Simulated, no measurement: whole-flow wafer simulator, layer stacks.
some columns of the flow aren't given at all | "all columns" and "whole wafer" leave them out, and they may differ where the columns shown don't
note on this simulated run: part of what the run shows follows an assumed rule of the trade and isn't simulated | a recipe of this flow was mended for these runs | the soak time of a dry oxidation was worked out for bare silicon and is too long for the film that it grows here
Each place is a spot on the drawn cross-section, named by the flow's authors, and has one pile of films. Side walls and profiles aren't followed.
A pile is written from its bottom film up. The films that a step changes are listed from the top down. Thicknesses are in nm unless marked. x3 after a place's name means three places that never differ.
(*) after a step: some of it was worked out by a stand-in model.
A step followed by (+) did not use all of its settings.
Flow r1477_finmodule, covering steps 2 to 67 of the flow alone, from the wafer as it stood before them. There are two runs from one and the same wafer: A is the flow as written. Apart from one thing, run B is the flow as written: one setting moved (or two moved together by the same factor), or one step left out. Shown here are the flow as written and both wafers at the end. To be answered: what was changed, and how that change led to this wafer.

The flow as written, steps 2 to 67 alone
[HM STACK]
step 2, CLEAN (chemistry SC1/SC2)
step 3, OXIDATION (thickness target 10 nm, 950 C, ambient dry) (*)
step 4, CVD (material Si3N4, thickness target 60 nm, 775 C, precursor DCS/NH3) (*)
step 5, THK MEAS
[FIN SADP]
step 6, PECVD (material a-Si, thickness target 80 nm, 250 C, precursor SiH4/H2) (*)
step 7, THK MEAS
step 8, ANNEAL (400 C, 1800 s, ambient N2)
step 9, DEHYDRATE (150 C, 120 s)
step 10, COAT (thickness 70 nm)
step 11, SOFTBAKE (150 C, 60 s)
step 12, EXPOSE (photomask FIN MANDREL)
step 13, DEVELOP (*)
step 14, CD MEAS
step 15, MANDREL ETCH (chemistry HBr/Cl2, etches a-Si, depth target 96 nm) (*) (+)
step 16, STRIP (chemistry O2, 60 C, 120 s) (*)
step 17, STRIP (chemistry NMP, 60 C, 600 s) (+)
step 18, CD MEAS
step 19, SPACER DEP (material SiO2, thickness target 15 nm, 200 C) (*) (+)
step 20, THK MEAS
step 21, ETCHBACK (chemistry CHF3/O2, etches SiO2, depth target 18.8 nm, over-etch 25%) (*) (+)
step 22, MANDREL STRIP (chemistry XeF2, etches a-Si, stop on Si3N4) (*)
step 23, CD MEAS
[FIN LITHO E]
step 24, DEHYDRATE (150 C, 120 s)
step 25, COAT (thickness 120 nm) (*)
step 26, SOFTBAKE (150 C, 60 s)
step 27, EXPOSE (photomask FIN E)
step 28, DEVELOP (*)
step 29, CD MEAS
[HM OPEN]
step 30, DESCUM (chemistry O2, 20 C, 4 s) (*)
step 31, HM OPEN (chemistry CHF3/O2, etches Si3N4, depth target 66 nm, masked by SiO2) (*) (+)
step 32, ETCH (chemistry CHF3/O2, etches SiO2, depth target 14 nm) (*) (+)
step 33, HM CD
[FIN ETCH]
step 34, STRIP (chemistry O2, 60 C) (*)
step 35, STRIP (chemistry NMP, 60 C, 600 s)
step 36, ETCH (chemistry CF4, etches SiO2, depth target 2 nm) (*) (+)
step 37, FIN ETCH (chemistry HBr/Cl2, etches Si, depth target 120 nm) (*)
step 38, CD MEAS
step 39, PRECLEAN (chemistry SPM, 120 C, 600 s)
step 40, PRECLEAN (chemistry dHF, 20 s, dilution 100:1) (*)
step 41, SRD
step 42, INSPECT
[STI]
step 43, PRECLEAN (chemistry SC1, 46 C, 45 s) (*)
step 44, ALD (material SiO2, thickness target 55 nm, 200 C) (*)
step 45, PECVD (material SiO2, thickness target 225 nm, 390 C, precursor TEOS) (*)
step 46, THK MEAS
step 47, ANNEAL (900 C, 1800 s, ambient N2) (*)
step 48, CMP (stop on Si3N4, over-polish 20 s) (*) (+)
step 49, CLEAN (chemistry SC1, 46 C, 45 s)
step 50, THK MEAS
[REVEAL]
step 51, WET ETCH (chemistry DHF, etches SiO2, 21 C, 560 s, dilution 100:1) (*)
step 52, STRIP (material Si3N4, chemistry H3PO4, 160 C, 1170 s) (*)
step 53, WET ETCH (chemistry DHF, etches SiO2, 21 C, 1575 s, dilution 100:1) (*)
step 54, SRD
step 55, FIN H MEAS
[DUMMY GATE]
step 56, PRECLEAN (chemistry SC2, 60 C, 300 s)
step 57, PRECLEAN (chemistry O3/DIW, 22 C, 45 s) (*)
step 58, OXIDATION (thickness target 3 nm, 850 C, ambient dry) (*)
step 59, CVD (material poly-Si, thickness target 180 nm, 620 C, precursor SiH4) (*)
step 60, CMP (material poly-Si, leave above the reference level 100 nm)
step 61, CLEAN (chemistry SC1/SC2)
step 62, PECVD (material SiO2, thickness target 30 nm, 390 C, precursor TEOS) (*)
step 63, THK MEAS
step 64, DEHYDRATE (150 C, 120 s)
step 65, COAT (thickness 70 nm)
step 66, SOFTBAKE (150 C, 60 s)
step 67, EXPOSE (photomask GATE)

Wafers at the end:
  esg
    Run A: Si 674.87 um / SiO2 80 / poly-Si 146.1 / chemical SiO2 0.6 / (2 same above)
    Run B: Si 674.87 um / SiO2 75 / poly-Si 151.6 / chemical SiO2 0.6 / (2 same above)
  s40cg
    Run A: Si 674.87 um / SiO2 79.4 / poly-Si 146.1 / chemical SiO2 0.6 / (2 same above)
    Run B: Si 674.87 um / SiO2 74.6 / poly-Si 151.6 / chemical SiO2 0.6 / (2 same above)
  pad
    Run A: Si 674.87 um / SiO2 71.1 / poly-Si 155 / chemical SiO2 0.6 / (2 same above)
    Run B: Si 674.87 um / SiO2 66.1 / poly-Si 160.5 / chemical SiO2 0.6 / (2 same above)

Cause: step 4, CVD: thickness target 52.8 nm was run, whereas the flow has thickness target 60 nm; step 15, MANDREL ETCH: depth target 84.5 nm was run, where the flow has depth target 96 nm.

Step by step, how the change led to this:
  step 4, CVD (material Si3N4, thickness target 60 nm, 775 C, precursor DCS/NH3) (*)
      pad, padg, elg and 33 more: A +60 Si3N4 (new film) | B +52.8 Si3N4 (new film)
  step 15, MANDREL ETCH (chemistry HBr/Cl2, etches a-Si, depth target 96 nm) (*) (+)
      pad, padg, elg and 27 more: A -80 a-Si (all of it), -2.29 Si3N4 | B -80 a-Si (all of it), -0.64 Si3N4
      s40cg, s45cg, s50cg, s40co, s45co, s50co: A -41 e-beam-resist | B -36.6 e-beam-resist
  step 16, STRIP (chemistry O2, 60 C, 120 s) (*)
      s40cg, s45cg, s50cg, s40co, s45co, s50co: A +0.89 chemical SiO2 (new film), -29 e-beam-resist (all of it), -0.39 a-Si | B +0.82 chemical SiO2 (new film), -33.4 e-beam-resist (all of it), -0.36 a-Si
  step 31, HM OPEN (chemistry CHF3/O2, etches Si3N4, depth target 66 nm, masked by SiO2) (*) (+)
      pad, padg, esg and 13 more: A -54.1 Si3N4 (all of it), -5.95 SiO2 | B -48.5 Si3N4 (all of it), -8.73 SiO2
      s40cg, s45cg, s50cg, s40co, s45co, s50co: A -60 Si3N4 (all of it), -3 SiO2 | B -52.8 Si3N4 (all of it), -6.6 SiO2
  step 32, ETCH (chemistry CHF3/O2, etches SiO2, depth target 14 nm) (*) (+)
      pad, padg, esg and 13 more: A -4.05 SiO2 (all of it), -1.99 Si | B -1.27 SiO2 (all of it), -2.55 Si
      s40cg, s45cg, s50cg, s40co, s45co, s50co: A -7 SiO2 (all of it), -1.4 Si | B -3.4 SiO2 (all of it), -2.12 Si
  step 44, ALD (material SiO2, thickness target 55 nm, 200 C) (*)
      esg, e40sg, e100sg, e200sg, eso, e40so, e100so, e200so: A +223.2 SiO2 (new film) | B +218.2 SiO2 (new film)
      s40cg, s45cg, s50cg, s40co, s45co, s50co: A +263.2 SiO2 (new film) | B +256.7 SiO2 (new film)
      (as well as at 6 more places)
  step 48, CMP (stop on Si3N4, over-polish 20 s) (*) (+)
      pad, padg: A -79.4 SiO2 | B -84.4 SiO2
  step 52, STRIP (material Si3N4, chemistry H3PO4, 160 C, 1170 s) (*)
      elg, e40lg, e100lg, e200lg, elo, e40lo, e100lo, e200lo: A -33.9 Si3N4 (all of it), -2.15 SiO2 | B -28.3 Si3N4 (all of it), -2.32 SiO2
      s40sg_line, s45sg_line, s50sg_line, s40so_line, s45so_line, s50so_line: A -55.1 Si3N4 (all of it), -1.49 SiO2 | B -49.5 Si3N4 (all of it), -1.66 SiO2
  step 59, CVD (material poly-Si, thickness target 180 nm, 620 C, precursor SiH4) (*)
      esg, e40sg, e100sg and 15 more: A +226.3 poly-Si (new film) | B +231.9 poly-Si (new film)
      e200sg, e200so: A +219.2 poly-Si (new film) | B +231.9 poly-Si (new film)
  step 60, CMP (material poly-Si, leave above the reference level 100 nm)
      pad, padg: A -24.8 poly-Si | B -19.2 poly-Si
      e200sg, e200so: A -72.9 poly-Si | B -80 poly-Si
